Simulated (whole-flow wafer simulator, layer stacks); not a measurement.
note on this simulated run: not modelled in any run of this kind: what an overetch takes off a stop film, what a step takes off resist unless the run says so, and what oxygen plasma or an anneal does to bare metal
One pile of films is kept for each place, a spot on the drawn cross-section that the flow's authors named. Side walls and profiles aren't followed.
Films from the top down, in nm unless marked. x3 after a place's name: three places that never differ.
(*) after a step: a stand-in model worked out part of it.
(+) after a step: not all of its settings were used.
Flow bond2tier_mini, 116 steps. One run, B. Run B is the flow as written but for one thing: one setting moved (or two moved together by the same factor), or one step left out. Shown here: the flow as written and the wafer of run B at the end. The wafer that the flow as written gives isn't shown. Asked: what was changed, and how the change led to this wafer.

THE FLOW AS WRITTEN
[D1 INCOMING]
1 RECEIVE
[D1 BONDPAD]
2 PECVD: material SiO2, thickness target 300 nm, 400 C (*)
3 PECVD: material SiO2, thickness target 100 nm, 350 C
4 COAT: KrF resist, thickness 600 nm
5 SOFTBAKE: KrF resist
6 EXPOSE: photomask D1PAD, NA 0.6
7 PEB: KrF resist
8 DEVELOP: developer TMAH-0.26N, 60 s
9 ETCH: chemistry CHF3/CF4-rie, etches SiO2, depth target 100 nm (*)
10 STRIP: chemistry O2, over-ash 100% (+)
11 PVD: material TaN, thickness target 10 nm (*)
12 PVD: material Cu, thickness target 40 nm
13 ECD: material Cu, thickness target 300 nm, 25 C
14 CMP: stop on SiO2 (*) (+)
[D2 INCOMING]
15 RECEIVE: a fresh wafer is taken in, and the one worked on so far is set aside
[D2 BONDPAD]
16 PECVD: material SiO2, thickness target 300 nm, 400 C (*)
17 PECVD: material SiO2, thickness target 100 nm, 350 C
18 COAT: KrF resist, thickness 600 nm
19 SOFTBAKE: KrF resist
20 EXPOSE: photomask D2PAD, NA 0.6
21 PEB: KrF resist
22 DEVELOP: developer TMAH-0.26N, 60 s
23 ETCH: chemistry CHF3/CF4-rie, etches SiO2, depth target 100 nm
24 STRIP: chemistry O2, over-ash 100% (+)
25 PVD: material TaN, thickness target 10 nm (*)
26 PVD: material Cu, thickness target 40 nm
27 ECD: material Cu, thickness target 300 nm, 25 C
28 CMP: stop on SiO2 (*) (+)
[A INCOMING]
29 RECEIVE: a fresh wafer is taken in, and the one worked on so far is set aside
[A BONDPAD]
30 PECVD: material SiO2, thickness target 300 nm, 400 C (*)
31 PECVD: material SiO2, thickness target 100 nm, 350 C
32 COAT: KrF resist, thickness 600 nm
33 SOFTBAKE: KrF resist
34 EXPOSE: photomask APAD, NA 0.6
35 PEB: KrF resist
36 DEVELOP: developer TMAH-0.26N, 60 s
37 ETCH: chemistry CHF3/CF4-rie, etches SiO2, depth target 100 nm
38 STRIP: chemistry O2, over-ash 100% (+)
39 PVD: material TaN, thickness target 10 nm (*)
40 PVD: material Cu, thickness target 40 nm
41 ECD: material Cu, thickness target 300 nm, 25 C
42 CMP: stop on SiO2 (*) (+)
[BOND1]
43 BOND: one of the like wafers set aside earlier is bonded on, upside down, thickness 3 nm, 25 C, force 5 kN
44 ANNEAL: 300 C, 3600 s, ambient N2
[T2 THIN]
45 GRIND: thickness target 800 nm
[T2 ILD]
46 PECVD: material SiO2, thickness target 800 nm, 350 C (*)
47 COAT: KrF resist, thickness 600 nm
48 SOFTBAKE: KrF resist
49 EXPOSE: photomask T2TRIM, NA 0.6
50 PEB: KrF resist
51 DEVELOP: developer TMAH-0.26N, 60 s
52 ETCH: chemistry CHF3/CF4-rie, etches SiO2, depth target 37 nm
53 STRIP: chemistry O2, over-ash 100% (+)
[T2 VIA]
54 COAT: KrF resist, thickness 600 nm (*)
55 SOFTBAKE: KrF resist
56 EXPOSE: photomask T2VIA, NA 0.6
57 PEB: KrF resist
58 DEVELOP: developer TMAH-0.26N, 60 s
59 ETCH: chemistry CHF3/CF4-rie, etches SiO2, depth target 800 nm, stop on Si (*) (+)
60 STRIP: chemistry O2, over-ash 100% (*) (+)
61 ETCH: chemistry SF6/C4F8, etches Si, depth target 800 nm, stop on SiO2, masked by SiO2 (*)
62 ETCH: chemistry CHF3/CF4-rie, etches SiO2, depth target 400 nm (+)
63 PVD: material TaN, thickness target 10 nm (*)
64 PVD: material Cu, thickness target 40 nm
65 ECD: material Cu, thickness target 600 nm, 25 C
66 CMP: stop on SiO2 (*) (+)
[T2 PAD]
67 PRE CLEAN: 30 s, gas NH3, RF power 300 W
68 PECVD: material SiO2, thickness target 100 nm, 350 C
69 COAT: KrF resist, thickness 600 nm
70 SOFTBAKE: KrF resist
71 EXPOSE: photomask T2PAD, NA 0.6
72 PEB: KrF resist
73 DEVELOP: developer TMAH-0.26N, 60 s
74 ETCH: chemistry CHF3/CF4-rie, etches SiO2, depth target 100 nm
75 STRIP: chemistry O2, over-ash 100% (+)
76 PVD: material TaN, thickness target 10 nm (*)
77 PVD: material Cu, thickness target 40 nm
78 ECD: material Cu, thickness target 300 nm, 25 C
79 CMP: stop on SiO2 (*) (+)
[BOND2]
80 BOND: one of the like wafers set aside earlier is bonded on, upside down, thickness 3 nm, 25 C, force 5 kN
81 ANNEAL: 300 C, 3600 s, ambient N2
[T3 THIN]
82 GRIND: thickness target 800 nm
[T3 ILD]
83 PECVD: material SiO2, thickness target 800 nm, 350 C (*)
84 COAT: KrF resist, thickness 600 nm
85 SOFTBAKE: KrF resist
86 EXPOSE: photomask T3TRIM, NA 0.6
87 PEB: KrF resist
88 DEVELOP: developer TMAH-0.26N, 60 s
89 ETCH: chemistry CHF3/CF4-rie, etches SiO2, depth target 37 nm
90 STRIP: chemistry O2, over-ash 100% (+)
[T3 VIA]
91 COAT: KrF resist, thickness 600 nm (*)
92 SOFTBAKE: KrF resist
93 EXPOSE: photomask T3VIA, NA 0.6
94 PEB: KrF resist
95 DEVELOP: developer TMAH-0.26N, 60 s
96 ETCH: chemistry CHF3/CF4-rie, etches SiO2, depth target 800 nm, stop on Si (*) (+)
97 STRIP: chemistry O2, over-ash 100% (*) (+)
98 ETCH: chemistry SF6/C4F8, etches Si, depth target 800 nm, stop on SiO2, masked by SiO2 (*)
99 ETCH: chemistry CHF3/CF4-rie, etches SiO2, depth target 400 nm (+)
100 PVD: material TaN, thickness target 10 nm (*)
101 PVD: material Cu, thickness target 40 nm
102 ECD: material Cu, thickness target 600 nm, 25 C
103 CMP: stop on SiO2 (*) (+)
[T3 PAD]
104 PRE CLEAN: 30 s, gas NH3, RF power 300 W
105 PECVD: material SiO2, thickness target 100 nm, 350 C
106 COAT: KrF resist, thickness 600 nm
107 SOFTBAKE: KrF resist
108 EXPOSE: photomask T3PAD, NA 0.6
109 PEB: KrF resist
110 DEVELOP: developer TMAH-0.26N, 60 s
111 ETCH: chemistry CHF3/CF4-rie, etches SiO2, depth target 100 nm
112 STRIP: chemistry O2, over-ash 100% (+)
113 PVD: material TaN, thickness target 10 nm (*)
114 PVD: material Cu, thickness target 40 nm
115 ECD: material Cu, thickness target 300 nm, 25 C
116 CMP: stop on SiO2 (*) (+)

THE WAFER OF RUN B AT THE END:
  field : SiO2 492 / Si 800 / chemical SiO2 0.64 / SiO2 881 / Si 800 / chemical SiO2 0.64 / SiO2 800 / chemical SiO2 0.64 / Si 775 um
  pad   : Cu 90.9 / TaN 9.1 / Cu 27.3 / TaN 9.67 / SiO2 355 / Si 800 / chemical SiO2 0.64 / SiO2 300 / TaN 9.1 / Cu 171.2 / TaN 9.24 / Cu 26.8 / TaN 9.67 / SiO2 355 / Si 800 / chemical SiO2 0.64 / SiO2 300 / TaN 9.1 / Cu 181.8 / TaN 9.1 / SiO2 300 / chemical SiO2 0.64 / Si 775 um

The cause: step 68, PECVD: thickness target 89 nm was run, where the flow has thickness target 100 nm.

How the change led to this, step by step:
  68 PECVD: material SiO2, thickness target 100 nm, 350 C
      field: SiO2 +89 (as written it would be: SiO2 +100)
      pad: SiO2 +89 (new film) (as written it would be: SiO2 +100 (new film))
  74 ETCH: chemistry CHF3/CF4-rie, etches SiO2, depth target 100 nm
      pad: SiO2 -89 (all of it), Cu -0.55 (as written it would be: SiO2 -100 (all of it))
  78 ECD: material Cu, thickness target 300 nm, 25 C
      pad: Cu +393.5 (as written it would be: Cu +404.5)
